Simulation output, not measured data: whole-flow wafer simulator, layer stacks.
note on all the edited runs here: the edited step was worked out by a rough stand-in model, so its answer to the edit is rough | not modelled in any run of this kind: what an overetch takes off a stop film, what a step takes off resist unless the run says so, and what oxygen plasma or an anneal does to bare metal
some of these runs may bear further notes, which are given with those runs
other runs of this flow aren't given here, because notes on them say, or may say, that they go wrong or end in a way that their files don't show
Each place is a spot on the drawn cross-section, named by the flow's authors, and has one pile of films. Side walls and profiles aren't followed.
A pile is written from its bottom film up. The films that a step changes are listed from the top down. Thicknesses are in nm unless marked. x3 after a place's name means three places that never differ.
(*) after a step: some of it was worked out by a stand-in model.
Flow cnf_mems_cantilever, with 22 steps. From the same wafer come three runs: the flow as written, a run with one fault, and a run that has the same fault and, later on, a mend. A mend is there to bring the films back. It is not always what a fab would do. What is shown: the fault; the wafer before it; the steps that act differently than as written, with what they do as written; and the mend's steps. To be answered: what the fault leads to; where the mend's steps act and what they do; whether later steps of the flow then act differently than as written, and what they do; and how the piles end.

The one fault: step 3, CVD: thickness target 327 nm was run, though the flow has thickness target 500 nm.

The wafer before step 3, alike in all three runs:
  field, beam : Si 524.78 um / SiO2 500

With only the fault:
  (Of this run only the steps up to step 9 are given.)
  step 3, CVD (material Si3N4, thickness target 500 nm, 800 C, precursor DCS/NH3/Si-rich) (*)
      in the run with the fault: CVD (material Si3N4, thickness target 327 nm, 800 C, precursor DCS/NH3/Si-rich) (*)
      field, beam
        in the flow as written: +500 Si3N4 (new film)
        in the run with the fault: +327 Si3N4 (new film)
  Every later step of the flow up to step 9 that is run acts as written at every place that is followed.
  Once step 9 is done, the piles at field, beam depart from the flow's by more than 2% or 0.5 nm, whichever is larger.
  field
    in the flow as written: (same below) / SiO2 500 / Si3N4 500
    in the run with the fault: (same below) / SiO2 500 / Si3N4 327
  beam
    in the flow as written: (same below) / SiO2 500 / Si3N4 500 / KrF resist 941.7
    in the run with the fault: (same below) / SiO2 500 / Si3N4 327 / KrF resist 941.7

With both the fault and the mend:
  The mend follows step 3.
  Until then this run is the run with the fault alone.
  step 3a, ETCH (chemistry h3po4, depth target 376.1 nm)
      field, beam
        -327 Si3N4 (all of it)
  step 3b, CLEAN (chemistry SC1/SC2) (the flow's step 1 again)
      does not change any film at any place that is followed
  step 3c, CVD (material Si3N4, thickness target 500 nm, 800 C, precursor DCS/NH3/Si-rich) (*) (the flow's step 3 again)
      field, beam
        +500 Si3N4 (new film)
  Every later step of the flow that is run acts as written at every place that is followed.
  By the end, the piles equal the flow's at every place that both follow.
